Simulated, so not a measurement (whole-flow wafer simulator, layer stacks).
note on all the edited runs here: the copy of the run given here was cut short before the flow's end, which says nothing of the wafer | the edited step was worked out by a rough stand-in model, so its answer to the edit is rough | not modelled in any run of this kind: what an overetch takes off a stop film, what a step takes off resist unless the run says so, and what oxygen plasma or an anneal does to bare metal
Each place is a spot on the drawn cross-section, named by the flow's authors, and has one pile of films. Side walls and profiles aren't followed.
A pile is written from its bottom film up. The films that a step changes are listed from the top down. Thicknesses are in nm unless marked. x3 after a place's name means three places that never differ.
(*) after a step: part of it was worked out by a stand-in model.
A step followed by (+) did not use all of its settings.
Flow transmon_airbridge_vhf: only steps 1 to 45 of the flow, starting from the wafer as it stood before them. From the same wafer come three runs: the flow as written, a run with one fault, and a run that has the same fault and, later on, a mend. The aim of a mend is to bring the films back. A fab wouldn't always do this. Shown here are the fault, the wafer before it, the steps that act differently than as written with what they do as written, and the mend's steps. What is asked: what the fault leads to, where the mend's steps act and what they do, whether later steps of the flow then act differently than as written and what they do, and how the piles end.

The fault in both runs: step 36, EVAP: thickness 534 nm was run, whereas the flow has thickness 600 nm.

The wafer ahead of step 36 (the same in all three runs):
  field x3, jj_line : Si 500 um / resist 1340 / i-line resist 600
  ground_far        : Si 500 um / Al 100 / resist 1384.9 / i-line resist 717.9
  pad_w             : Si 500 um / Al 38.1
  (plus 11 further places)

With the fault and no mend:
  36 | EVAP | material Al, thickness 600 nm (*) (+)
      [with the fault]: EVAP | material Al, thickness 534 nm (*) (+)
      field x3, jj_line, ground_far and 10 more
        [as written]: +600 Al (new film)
        [with the fault]: +534 Al (new film)
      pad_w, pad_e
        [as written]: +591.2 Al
        [with the fault]: +526.2 Al
  Steps later in the flow that act otherwise than as written (2 more steps, not shown, differ only slightly: by at most 2% or 0.5 nm, whichever is larger):
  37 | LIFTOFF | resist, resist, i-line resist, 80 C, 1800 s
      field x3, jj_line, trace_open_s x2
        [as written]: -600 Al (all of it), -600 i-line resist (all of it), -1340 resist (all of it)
        [with the fault]: -534 Al (all of it), -600 i-line resist (all of it), -1340 resist (all of it)
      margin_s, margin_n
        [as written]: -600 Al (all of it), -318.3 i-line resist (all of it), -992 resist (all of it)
        [with the fault]: -534 Al (all of it), -318.3 i-line resist (all of it), -992 resist (all of it)
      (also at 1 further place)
  At pad_w, flank_w, gap_w, cpw_trace, gap_e, flank_e, pad_e, bridge_strip, the piles at the end differ from the flow's by more than 2% or 0.5 nm, whichever is larger.
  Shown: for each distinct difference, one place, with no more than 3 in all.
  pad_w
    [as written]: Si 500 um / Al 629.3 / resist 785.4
    [with the fault]: Si 500 um / Al 564.3 / resist 793.6
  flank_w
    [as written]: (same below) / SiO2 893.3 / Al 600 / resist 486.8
    [with the fault]: (same below) / SiO2 893.3 / Al 534 / resist 490.5
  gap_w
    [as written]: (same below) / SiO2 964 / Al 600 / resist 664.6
    [with the fault]: (same below) / SiO2 964 / Al 534 / resist 669.5

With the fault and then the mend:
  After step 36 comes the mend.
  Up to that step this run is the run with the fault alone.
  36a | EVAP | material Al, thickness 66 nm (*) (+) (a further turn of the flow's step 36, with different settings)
      field x3, jj_line, ground_far and 10 more
        +66 Al
      pad_w, pad_e
        +65 Al
  None of the later steps of the flow differs from how it acts as written, at any place that is followed, by more than 2% or 0.5 nm, whichever is larger.
  The piles end only slightly different from the flow's at the places that both follow, by no more than 2% or 0.5 nm, whichever is larger.
